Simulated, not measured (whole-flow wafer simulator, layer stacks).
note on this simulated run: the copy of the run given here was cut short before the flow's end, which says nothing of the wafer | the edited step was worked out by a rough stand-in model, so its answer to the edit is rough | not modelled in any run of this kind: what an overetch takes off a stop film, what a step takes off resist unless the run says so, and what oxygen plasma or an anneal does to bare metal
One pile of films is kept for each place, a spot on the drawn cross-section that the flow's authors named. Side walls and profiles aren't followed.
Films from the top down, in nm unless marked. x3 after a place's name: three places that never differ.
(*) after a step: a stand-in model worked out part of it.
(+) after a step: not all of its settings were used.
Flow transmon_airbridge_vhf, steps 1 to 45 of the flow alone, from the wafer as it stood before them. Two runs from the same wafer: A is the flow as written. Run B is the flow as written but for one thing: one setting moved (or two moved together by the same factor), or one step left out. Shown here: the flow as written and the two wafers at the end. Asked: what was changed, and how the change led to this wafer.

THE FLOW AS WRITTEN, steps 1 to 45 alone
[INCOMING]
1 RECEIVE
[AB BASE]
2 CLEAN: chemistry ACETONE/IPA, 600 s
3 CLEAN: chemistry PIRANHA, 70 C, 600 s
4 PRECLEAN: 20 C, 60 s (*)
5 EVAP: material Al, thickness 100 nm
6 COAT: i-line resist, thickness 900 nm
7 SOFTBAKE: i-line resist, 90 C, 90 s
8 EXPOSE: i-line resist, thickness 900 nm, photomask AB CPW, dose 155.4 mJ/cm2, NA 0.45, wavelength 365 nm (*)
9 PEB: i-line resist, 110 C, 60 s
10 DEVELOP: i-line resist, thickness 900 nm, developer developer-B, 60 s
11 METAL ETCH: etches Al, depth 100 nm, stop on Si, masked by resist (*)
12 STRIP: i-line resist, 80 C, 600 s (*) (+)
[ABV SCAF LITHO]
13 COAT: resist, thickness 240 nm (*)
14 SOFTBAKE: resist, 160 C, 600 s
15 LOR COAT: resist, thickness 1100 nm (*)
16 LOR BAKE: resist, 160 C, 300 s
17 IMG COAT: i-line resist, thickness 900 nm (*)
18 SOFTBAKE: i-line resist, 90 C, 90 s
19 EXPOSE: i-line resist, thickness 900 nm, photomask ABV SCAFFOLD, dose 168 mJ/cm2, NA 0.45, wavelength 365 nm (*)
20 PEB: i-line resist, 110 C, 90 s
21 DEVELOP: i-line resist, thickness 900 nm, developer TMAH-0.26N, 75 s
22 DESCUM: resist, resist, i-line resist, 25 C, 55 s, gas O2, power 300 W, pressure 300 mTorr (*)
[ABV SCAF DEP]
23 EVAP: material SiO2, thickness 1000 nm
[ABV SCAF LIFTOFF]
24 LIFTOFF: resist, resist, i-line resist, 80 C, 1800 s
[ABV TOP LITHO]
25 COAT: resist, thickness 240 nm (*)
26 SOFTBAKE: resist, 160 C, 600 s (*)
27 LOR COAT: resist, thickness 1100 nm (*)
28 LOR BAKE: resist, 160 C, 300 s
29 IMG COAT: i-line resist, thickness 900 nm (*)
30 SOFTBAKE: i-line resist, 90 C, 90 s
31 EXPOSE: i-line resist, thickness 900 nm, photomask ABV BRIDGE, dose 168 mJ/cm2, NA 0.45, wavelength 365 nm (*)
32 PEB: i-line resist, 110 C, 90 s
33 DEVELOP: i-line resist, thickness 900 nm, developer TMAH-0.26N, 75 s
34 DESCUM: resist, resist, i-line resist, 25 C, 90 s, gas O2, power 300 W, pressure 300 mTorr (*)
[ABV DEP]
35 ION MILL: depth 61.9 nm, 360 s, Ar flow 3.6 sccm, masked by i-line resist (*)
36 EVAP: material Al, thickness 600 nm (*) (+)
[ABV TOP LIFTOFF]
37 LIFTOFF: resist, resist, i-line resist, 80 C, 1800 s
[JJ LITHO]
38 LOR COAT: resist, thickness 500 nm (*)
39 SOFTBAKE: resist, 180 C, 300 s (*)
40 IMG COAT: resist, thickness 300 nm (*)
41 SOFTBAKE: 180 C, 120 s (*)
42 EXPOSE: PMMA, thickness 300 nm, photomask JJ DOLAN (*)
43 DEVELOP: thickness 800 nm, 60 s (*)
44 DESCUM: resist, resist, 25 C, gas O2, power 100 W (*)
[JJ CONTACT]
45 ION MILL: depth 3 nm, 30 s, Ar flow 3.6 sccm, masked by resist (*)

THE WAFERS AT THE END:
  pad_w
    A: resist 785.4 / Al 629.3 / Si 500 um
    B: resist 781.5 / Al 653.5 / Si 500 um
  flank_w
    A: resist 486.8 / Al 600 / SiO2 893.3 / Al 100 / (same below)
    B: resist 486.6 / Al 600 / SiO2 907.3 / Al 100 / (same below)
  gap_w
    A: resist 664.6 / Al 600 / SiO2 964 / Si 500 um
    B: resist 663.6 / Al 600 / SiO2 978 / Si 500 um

The cause: step 35, ION MILL: depth 37.8 nm was run, where the flow has depth 61.9 nm; step 35, ION MILL: 220 s was run, where the flow has 360 s.

How the change led to this, step by step:
  35 ION MILL: depth 61.9 nm, 360 s, Ar flow 3.6 sccm, masked by i-line resist (*)
      field x3, jj_line, ground_far, trace_open_s x2, margin_s, margin_n: A i-line resist -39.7 | B i-line resist -24.3
      flank_w, gap_w, cpw_trace, gap_e, flank_e, bridge_strip: A SiO2 -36 | B SiO2 -22
      (and at 2 more places)
  37 LIFTOFF: resist, resist, i-line resist, 80 C, 1800 s
      field x3, jj_line, trace_open_s x2: A Al -600 (all of it), i-line resist -600 (all of it), resist -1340 (all of it) | B Al -600 (all of it), i-line resist -615.4 (all of it), resist -1340 (all of it)
      margin_s, margin_n: A Al -600 (all of it), i-line resist -318.3 (all of it), resist -992 (all of it) | B Al -600 (all of it), i-line resist -333.7 (all of it), resist -992 (all of it)
      (and at 1 more place)
